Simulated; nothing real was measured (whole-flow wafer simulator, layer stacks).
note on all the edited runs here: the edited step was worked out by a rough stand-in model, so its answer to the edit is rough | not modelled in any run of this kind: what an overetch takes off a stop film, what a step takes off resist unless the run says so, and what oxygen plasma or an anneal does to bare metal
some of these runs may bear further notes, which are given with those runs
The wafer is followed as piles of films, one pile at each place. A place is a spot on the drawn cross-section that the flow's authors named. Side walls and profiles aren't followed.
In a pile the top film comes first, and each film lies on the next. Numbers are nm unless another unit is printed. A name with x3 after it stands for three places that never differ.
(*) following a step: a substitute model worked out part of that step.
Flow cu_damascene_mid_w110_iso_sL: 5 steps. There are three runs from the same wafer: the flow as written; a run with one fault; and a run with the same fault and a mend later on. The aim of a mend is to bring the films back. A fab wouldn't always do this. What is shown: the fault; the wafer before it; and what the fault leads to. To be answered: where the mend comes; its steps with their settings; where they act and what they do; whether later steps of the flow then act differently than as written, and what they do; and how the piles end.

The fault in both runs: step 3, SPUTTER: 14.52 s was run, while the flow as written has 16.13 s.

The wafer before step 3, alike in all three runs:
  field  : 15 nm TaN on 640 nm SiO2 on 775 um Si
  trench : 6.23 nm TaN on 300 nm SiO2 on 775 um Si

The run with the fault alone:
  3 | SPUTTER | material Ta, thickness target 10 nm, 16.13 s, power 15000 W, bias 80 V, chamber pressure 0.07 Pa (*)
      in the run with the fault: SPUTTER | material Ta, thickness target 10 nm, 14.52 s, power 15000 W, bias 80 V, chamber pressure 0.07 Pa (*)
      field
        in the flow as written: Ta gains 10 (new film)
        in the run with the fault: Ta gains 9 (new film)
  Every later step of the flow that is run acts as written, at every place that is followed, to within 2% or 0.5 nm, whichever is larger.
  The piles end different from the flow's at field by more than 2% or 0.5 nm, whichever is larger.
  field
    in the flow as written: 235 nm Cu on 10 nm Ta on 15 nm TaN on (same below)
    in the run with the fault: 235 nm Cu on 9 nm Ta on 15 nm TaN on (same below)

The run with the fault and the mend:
  The mend stands after step 3.
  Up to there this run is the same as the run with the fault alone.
  3a | SPUTTER | material Ta, thickness target 10 nm, 1.61 s, power 15000 W, bias 80 V, chamber pressure 0.07 Pa (*) (the flow's step 3 again, with other settings)
      field
        Ta gains 1
      trench
        Ta gains 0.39
  Every later step of the flow that is run acts as written at every place that is followed.
  At the end the piles are close to the flow's at the places that both follow, differing by at most 2% or 0.5 nm, whichever is larger.
